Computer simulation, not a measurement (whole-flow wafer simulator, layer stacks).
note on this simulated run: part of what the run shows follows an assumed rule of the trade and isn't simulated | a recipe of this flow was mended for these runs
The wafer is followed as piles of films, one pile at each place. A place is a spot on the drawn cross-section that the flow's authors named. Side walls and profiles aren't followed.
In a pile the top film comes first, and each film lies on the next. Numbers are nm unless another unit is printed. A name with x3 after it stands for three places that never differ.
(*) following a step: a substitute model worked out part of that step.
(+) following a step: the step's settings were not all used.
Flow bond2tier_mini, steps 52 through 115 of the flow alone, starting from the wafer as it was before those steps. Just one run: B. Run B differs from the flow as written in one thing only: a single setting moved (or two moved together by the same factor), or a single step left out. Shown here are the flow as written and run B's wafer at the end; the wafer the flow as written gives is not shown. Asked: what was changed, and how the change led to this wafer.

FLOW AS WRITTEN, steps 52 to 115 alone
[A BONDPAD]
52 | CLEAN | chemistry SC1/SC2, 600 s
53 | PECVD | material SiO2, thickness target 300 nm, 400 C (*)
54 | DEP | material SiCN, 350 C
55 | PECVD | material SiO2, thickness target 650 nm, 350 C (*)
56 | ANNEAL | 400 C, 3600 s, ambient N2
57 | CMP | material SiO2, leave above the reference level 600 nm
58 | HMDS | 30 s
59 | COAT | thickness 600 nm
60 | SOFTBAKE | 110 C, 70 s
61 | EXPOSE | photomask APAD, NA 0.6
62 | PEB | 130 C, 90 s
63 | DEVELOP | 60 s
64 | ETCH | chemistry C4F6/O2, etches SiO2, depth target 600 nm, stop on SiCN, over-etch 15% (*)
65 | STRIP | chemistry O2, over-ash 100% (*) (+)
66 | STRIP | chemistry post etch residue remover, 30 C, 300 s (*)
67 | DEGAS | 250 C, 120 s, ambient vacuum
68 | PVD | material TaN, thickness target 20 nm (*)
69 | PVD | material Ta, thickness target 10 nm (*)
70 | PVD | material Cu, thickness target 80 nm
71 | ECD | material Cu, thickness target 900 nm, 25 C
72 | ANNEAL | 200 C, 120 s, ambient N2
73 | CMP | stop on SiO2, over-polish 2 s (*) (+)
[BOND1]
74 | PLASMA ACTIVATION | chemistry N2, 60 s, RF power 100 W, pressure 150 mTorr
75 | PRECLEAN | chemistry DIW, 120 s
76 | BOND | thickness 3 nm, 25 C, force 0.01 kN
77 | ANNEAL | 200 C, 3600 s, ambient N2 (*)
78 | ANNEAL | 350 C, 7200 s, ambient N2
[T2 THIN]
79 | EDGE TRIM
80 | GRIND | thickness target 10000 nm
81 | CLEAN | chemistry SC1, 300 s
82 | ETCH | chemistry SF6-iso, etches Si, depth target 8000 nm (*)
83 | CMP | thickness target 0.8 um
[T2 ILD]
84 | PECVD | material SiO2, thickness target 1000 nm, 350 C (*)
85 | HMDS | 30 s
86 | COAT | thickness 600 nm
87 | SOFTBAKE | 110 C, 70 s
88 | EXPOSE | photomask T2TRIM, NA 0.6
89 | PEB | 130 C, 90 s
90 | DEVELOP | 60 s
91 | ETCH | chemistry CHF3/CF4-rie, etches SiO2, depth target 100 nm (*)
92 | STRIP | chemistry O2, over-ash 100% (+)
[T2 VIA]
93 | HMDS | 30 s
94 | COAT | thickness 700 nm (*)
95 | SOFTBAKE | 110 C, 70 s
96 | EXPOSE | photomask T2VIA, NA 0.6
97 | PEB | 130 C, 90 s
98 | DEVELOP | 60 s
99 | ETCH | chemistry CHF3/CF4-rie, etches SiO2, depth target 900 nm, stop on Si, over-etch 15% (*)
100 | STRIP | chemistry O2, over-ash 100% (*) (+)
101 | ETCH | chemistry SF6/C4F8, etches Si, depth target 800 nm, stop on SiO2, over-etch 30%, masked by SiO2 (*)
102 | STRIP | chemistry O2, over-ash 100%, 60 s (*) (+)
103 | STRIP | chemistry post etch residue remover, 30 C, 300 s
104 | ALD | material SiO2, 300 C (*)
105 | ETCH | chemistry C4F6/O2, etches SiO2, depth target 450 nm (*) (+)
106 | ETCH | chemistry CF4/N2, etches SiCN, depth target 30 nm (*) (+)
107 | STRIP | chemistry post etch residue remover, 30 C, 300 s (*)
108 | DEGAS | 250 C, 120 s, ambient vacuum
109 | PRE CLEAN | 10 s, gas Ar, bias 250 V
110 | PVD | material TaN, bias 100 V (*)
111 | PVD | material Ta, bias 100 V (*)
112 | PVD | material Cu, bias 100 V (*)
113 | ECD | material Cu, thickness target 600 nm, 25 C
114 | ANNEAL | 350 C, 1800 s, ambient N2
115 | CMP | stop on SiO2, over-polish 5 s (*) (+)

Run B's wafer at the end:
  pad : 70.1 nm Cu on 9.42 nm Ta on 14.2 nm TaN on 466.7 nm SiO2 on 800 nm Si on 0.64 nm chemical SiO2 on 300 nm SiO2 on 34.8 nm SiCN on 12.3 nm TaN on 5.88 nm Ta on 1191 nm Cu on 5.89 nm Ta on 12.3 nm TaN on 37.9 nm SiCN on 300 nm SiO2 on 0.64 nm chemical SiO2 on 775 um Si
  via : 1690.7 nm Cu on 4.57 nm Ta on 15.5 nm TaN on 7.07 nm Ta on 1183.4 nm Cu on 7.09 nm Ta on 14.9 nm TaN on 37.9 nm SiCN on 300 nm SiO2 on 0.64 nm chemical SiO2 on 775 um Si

The reason: step 64, ETCH: over-etch 12% was run, whereas the flow has over-etch 15%.

How this came from the change, step by step:
  64 | ETCH | chemistry C4F6/O2, etches SiO2, depth target 600 nm, stop on SiCN, over-etch 15% (*)
      pad, via: SiO2 loses 600 (all of it), SiCN loses 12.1 (in the flow as written it would be: SiO2 loses 600 (all of it), SiCN loses 15.2)
      field: thick-KrF-resist loses 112 (in the flow as written it would be: thick-KrF-resist loses 115)
